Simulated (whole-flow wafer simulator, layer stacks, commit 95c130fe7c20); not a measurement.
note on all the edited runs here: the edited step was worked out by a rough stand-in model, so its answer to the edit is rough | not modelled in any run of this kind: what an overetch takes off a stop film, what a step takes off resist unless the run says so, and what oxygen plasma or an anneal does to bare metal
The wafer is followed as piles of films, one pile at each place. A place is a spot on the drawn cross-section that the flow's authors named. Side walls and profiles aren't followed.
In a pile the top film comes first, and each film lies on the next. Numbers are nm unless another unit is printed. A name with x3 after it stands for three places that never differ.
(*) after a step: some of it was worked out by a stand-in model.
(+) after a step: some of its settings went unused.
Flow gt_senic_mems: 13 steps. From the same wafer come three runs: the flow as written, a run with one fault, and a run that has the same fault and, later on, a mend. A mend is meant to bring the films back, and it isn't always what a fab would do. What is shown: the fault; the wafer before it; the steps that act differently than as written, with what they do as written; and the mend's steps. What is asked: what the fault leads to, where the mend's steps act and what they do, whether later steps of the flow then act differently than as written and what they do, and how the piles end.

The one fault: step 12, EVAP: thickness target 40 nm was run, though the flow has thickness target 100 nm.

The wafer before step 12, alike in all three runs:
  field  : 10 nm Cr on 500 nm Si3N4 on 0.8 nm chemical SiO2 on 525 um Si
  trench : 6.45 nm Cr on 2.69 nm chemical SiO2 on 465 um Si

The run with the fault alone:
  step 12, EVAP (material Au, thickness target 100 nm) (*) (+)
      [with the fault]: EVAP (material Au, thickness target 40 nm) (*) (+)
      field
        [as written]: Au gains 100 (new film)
        [with the fault]: Au gains 40 (new film)
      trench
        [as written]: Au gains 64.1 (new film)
        [with the fault]: Au gains 25.8 (new film)
  Later steps of the flow that are run all act as written at every place that is followed.
  The piles end different from the flow's at field, trench by more than 2% or 0.5 nm, whichever is larger.
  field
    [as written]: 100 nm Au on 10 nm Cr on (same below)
    [with the fault]: 40 nm Au on 10 nm Cr on (same below)
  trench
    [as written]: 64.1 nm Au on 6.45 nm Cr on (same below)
    [with the fault]: 25.8 nm Au on 6.45 nm Cr on (same below)

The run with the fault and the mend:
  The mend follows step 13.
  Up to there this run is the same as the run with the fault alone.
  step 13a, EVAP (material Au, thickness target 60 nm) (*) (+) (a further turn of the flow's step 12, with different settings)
      field
        Au gains 60
      trench
        Au gains 38.6
  Later steps of the flow that are run all act as written at every place that is followed.
  When the end is reached, the piles differ only a little from the flow's at the places that both follow, at most by 2% or 0.5 nm, whichever is larger.
